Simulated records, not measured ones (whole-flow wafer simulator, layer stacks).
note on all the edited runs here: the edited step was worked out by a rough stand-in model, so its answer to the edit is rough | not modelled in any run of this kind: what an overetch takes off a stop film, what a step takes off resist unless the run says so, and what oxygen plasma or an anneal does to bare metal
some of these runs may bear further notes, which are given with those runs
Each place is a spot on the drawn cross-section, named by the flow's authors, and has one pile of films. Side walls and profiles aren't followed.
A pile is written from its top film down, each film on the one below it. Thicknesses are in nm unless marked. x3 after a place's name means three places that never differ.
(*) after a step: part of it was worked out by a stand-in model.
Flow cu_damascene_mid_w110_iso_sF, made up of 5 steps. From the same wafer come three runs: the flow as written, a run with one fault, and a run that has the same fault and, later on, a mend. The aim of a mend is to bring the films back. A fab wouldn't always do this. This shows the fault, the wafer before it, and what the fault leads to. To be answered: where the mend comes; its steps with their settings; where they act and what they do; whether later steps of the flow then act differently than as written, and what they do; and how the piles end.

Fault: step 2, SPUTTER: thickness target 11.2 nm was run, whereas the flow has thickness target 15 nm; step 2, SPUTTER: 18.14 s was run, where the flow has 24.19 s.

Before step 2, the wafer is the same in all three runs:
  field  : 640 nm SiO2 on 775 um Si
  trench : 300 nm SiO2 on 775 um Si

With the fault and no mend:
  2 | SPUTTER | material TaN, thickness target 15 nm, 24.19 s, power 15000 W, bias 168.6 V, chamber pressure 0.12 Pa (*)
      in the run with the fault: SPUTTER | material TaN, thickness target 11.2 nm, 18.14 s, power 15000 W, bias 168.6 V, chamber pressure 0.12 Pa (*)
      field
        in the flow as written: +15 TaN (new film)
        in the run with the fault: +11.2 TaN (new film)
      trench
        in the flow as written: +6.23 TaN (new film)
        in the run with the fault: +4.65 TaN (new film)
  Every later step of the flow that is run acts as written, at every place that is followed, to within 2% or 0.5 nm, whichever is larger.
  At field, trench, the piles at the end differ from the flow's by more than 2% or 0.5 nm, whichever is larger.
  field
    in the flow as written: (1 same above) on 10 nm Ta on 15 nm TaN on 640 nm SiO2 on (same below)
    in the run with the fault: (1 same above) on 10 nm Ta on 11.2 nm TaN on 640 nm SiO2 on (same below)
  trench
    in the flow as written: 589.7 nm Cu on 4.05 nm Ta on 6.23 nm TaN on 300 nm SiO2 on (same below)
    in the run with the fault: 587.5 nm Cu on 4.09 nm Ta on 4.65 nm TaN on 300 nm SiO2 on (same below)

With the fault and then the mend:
  The mend follows step 2.
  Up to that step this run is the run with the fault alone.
  2a | SPUTTER | material TaN, thickness target 3.8 nm, 6.128 s, power 15000 W, bias 168.6 V, chamber pressure 0.12 Pa (*) (a further turn of the flow's step 2, with different settings)
      field
        +3.8 TaN
      trench
        +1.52 TaN
  Every later step of the flow that is run acts as written, at every place that is followed, to within 2% or 0.5 nm, whichever is larger.
  When the end is reached, the piles differ only a little from the flow's at the places that both follow, at most by 2% or 0.5 nm, whichever is larger.
